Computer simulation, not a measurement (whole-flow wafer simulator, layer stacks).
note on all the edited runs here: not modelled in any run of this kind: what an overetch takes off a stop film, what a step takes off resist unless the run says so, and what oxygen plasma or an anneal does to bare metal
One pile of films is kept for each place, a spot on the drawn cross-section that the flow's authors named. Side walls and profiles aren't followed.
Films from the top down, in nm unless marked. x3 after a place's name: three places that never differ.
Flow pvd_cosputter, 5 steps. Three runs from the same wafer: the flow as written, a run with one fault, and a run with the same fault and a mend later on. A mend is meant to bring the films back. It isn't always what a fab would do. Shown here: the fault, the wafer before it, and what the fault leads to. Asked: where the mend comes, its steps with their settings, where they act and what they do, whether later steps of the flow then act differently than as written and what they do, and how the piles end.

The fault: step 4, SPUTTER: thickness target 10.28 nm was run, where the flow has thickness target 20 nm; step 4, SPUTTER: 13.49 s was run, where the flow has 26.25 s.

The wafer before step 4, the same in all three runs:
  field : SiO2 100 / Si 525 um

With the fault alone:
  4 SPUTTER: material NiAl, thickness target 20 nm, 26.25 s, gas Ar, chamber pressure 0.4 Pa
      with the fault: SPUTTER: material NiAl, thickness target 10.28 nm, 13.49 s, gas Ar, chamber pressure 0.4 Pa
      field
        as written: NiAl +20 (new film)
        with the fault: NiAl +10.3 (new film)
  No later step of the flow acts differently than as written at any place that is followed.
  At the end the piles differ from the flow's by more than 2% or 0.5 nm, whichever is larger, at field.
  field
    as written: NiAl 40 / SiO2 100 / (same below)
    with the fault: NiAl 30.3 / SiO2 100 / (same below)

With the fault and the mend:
  The mend comes after step 4.
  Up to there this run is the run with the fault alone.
  4a SPUTTER: material NiAl, thickness target 9.72 nm, 12.76 s, gas Ar, chamber pressure 0.4 Pa (the flow's step 4 once more, with other settings)
      field
        NiAl +9.72
  No later step of the flow acts differently than as written at any place that is followed.
  At the end the piles are the same as the flow's at every place that both follow.
